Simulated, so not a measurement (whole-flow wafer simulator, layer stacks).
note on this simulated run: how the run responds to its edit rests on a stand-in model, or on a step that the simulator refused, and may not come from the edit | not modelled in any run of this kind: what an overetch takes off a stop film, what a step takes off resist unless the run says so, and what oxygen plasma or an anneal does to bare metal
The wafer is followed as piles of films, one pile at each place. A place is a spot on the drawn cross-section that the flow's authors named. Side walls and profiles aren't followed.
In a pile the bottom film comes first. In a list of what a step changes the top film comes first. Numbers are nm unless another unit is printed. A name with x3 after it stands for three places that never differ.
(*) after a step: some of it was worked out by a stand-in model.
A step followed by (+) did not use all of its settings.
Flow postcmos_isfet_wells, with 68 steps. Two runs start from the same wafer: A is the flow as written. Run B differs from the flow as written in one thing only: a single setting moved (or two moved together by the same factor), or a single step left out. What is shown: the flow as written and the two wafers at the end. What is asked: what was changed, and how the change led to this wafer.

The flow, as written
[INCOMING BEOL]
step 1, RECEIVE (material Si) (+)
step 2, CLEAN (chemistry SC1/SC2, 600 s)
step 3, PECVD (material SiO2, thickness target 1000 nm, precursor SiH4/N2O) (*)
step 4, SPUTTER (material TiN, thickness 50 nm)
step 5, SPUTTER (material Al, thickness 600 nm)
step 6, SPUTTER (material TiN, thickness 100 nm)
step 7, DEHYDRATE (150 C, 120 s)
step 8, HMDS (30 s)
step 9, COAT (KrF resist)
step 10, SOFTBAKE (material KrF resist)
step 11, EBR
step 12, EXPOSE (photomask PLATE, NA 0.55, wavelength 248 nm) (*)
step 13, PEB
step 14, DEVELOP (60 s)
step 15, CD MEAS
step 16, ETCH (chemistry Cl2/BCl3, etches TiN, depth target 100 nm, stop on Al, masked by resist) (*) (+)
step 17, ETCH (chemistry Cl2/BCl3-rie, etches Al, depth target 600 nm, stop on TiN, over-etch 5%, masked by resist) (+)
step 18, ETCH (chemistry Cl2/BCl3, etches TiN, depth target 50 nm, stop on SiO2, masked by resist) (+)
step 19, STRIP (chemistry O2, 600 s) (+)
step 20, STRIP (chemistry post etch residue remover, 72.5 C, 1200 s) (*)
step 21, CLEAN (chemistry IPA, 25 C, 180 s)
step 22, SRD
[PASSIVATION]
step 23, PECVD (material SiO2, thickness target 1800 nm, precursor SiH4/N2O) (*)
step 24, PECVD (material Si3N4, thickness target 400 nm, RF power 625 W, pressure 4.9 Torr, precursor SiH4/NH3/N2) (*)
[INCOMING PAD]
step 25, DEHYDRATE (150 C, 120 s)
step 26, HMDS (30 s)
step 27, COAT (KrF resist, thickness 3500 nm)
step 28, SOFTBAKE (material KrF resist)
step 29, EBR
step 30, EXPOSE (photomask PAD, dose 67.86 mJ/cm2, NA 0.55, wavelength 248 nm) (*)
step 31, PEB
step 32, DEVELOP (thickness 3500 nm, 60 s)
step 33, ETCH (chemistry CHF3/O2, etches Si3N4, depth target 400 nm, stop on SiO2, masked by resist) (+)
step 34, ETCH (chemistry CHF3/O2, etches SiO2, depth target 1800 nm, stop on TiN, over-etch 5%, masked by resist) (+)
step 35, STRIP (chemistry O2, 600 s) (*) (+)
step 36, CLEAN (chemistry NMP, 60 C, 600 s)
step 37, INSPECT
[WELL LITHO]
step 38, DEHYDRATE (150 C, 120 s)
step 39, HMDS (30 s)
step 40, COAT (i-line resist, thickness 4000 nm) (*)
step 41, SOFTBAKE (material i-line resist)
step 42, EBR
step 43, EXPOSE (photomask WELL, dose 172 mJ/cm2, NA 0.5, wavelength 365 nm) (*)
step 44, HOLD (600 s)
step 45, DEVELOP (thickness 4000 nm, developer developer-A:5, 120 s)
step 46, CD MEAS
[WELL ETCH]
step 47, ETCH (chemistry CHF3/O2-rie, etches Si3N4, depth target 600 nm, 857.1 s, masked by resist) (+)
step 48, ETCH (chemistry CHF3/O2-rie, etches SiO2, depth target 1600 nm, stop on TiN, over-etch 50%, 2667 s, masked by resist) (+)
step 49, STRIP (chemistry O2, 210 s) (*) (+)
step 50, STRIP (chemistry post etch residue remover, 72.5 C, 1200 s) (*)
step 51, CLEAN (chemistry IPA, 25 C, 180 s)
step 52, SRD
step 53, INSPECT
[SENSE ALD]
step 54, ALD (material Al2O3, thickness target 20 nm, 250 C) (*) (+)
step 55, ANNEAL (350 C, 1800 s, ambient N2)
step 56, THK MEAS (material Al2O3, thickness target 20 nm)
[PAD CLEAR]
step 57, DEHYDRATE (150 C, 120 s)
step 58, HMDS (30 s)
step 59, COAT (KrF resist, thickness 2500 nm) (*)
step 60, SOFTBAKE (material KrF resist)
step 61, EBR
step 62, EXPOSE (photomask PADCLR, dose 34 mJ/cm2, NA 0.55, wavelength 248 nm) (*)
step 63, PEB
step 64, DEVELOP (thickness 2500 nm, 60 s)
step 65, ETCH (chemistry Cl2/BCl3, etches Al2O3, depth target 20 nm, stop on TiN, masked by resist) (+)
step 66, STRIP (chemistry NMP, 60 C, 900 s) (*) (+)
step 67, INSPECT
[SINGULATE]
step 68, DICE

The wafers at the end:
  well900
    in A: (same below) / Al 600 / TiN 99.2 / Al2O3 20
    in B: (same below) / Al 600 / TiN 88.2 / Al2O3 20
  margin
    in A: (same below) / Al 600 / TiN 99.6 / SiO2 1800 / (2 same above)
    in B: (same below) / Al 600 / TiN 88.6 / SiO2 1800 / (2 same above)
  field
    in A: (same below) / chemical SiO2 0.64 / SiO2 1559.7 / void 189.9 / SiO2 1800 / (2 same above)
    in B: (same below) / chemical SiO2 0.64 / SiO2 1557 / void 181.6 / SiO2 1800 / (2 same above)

What caused this: step 6, SPUTTER: thickness 89 nm was run, while the flow as written has thickness 100 nm.

Step by step, how the change led to this:
  step 6, SPUTTER (material TiN, thickness 100 nm)
      field, margin, well900, well1300 x3, pad_rim, pad_clr, pad_open: A +100 TiN (new film) | B +89 TiN (new film)
  step 16, ETCH (chemistry Cl2/BCl3, etches TiN, depth target 100 nm, stop on Al, masked by resist) (*) (+)
      field: A -100 TiN (all of it) | B -89 TiN (all of it)
  step 23, PECVD (material SiO2, thickness target 1800 nm, precursor SiH4/N2O) (*)
      field: A +1800 SiO2 (new film), +189.9 void (new film), +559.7 SiO2 | B +1800 SiO2 (new film), +181.6 void (new film), +557 SiO2
